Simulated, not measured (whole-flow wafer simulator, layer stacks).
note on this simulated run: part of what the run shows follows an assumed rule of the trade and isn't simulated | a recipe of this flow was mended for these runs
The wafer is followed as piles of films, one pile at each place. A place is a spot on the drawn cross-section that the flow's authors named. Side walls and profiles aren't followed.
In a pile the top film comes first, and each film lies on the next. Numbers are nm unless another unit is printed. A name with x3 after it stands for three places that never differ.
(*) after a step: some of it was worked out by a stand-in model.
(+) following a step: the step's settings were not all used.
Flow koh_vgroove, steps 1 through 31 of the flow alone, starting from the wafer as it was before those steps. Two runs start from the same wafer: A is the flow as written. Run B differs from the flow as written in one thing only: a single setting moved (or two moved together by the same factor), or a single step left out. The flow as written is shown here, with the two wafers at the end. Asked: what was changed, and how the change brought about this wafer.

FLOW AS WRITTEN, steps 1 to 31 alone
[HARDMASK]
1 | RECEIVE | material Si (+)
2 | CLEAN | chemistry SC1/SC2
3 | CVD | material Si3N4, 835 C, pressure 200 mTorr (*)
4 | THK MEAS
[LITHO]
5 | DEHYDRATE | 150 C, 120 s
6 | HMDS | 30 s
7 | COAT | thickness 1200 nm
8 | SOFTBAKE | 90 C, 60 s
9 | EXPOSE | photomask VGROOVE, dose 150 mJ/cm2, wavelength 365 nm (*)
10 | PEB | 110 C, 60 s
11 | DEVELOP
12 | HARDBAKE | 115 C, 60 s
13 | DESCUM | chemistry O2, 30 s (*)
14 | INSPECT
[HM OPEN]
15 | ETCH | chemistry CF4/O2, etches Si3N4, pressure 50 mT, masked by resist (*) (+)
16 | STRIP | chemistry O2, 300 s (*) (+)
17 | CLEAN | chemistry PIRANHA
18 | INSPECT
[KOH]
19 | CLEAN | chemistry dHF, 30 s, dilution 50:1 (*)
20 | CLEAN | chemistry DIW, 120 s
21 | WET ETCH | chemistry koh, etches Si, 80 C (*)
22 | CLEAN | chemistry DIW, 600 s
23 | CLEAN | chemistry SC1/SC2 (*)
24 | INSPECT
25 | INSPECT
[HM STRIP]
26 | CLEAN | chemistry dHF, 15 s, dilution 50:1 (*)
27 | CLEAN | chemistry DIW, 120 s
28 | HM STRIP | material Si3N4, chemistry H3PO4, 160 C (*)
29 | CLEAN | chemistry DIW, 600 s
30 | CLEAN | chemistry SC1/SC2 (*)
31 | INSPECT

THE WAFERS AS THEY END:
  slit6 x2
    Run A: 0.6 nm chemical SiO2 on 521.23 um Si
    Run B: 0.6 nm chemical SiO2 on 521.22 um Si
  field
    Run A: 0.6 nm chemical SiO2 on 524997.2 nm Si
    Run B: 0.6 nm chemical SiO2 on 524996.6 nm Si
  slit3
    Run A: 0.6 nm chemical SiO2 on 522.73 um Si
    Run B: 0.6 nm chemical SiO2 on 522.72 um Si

The reason: step 3, CVD: pressure 176 mTorr was run, whereas the flow has pressure 200 mTorr.

The path from the change to this, step by step:
  3 | CVD | material Si3N4, 835 C, pressure 200 mTorr (*)
      field, slit3, slit2, slit6 x2: A Si3N4 gains 200 (new film) | B Si3N4 gains 188.2 (new film)
  15 | ETCH | chemistry CF4/O2, etches Si3N4, pressure 50 mT, masked by resist (*) (+)
      slit3, slit2, slit6 x2: A Si3N4 loses 200 (all of it), chemical SiO2 loses 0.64 (all of it), Si loses 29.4 | B Si3N4 loses 188.2 (all of it), chemical SiO2 loses 0.64 (all of it), Si loses 41.2
  28 | HM STRIP | material Si3N4, chemistry H3PO4, 160 C (*)
      field: A Si3N4 loses 198.7 (all of it), chemical SiO2 loses 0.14, Si loses 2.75 | B Si3N4 loses 186.9 (all of it), chemical SiO2 loses 0.14, Si loses 3.34
